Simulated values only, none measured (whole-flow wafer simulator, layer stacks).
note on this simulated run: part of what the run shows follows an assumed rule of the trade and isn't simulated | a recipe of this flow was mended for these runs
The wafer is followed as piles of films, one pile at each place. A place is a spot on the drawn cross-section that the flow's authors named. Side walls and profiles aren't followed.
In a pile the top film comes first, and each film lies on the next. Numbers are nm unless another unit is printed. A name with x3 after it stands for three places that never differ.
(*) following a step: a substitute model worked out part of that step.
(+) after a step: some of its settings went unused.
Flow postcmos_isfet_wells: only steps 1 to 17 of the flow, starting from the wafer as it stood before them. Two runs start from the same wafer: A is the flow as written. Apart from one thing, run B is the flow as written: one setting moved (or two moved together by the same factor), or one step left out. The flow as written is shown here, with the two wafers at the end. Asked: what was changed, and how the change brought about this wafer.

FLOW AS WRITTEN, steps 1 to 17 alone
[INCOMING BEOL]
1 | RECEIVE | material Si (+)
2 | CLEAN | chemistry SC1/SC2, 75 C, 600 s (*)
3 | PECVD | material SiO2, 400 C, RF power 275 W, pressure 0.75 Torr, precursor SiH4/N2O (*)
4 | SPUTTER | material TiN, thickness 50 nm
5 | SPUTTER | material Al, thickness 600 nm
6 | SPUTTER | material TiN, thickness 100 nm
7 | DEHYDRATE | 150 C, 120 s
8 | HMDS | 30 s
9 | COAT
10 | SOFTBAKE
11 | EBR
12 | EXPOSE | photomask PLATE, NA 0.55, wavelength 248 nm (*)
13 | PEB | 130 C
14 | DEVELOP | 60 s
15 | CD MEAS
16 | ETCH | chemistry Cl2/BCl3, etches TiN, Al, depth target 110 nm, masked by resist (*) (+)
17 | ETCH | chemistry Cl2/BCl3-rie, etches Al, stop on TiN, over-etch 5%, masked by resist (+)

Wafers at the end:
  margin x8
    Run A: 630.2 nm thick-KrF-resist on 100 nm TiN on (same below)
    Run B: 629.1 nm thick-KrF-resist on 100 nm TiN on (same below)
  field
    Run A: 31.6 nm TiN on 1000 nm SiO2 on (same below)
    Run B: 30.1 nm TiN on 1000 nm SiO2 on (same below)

The reason: step 17, ETCH: over-etch 5.4% was run, though the flow has over-etch 5%.

Step by step, how the change led to this:
  17 | ETCH | chemistry Cl2/BCl3-rie, etches Al, stop on TiN, over-etch 5%, masked by resist (+)
      field: A -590 Al (all of it), -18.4 TiN | B -590 Al (all of it), -19.9 TiN
